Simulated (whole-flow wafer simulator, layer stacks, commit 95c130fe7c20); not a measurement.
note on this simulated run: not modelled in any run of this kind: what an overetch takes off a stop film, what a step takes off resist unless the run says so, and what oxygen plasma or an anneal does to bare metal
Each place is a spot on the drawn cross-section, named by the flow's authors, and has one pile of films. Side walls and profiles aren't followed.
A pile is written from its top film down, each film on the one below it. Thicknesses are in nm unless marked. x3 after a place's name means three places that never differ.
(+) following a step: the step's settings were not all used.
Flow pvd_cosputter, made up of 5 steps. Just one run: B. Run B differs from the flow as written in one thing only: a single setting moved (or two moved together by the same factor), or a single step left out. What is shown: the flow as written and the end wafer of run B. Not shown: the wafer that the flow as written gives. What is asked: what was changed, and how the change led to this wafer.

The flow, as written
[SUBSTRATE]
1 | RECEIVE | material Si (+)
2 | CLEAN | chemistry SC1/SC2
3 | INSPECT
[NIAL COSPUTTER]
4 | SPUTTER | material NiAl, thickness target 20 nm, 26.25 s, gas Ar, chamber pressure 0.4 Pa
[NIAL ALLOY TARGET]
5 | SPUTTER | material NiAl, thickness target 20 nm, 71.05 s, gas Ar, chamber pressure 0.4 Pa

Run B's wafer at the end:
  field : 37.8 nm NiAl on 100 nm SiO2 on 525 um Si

The reason: step 4, SPUTTER: thickness target 17.82 nm was run, though the flow has thickness target 20 nm; step 4, SPUTTER: 23.39 s was run, where the flow has 26.25 s.

How this came from the change, step by step:
  4 | SPUTTER | material NiAl, thickness target 20 nm, 26.25 s, gas Ar, chamber pressure 0.4 Pa
      field: +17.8 NiAl (new film) (in the flow as written it would be: +20 NiAl (new film))
